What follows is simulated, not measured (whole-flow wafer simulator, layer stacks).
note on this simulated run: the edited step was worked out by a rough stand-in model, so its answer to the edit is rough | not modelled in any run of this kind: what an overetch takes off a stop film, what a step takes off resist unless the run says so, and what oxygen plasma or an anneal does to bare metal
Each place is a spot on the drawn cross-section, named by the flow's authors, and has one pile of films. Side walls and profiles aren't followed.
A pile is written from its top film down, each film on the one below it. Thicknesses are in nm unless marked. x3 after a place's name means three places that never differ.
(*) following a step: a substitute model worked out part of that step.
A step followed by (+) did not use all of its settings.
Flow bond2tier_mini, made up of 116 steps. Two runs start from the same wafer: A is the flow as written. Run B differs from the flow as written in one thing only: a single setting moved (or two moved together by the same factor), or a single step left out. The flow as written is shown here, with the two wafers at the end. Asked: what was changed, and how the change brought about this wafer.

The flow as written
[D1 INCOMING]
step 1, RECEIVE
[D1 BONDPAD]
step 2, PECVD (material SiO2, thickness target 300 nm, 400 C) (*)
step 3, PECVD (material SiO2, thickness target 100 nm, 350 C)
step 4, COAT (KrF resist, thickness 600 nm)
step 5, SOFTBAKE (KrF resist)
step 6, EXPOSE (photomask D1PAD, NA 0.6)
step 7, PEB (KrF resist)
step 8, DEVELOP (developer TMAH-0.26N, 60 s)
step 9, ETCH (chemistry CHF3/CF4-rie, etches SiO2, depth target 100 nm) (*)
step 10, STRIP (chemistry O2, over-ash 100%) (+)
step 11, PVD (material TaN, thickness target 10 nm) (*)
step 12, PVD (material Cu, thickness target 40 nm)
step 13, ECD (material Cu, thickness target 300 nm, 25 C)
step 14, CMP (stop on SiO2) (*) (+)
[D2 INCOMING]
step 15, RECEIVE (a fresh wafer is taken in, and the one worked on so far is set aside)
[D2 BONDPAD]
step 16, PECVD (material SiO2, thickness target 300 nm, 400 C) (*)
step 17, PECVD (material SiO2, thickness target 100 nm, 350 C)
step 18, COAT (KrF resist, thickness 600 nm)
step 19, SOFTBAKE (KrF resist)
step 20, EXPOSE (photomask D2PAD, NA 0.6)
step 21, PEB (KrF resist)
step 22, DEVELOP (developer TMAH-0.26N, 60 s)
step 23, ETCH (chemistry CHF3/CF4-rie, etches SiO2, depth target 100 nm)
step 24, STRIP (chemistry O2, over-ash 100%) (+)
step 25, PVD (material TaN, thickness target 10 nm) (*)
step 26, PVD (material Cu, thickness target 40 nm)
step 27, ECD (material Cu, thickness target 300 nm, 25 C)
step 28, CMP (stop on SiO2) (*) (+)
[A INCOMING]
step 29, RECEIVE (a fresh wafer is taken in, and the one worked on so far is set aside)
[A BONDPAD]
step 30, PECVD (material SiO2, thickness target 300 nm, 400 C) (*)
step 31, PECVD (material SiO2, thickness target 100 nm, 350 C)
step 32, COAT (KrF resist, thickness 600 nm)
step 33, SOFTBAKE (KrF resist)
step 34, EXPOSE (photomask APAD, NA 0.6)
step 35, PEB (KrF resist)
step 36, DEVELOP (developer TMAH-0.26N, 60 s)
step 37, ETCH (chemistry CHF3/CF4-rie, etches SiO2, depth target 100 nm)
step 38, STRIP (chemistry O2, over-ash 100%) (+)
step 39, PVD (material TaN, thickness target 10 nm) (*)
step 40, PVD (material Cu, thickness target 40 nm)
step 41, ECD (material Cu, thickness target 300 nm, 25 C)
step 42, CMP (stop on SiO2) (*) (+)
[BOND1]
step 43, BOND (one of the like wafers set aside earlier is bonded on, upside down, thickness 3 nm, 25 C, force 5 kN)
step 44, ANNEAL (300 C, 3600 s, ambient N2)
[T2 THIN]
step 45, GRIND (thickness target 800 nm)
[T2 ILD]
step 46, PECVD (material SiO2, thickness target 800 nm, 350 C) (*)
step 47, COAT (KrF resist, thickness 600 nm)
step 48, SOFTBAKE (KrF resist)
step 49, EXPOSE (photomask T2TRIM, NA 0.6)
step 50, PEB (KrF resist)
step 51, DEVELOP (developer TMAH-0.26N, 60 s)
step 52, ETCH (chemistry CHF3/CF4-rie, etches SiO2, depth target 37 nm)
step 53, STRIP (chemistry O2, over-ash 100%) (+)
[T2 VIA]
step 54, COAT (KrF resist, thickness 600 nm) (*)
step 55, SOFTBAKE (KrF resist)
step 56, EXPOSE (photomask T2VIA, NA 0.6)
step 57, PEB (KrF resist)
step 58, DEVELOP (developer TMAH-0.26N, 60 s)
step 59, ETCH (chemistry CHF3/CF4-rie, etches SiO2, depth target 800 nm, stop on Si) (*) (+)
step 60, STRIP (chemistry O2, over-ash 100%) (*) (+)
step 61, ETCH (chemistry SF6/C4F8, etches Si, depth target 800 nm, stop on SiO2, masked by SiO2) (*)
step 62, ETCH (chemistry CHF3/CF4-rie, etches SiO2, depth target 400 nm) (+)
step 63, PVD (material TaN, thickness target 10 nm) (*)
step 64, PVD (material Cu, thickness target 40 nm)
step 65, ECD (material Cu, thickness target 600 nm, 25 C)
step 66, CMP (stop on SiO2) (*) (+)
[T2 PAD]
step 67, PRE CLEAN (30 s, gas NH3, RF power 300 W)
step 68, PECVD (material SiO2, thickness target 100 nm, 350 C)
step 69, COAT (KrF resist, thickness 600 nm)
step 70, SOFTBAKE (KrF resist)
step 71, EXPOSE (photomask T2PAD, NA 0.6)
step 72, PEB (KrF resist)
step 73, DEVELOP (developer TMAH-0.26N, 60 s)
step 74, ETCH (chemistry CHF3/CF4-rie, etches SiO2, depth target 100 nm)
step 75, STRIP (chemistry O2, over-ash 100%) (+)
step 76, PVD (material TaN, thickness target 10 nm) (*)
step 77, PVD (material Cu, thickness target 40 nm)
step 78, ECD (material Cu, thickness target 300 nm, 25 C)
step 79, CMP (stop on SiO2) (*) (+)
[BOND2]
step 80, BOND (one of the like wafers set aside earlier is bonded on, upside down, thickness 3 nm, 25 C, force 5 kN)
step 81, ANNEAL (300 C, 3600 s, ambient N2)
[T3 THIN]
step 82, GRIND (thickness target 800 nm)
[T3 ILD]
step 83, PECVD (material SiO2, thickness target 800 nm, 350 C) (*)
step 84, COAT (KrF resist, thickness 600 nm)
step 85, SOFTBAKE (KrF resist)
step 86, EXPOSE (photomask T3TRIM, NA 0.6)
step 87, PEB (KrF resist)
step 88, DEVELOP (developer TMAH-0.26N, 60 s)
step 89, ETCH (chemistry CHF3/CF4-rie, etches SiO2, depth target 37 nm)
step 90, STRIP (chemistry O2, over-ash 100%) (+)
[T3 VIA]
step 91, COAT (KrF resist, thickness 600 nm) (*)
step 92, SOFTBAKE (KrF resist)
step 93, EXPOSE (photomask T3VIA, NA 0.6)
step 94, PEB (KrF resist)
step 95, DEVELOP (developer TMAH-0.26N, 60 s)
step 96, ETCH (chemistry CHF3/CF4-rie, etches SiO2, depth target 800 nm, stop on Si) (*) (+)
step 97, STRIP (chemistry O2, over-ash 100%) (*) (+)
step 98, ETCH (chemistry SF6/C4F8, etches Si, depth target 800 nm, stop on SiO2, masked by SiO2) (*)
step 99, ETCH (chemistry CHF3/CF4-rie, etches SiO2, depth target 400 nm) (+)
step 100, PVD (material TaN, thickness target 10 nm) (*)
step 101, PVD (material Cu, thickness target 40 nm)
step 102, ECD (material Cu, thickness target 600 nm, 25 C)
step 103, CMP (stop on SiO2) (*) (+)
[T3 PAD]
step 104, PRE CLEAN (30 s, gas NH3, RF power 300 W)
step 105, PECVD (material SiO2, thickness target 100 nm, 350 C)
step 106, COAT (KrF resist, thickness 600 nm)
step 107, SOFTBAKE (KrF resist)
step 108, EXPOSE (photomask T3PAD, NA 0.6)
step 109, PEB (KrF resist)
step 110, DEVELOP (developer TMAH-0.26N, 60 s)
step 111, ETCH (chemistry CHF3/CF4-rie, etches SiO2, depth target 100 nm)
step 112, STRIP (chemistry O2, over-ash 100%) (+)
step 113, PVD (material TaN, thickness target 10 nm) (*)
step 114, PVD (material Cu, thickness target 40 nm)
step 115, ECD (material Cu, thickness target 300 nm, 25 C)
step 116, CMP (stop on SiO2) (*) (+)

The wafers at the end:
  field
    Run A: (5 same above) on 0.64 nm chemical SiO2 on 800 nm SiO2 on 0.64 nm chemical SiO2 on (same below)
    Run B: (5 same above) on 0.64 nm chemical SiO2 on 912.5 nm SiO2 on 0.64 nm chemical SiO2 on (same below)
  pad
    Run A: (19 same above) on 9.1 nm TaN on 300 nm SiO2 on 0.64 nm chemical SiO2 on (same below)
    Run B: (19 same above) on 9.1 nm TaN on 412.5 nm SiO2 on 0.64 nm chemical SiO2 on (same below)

The reason: step 30, PECVD: thickness target 412.5 nm was run, whereas the flow has thickness target 300 nm.
The wafer lets one read it off: pad has SiO2 412.5, and step 30 as written asks for 300 nm.

The path from the change to this, step by step:
  step 30, PECVD (material SiO2, thickness target 300 nm, 400 C) (*)
      field, pad, via: A +300 SiO2 (new film) | B +412.5 SiO2 (new film)
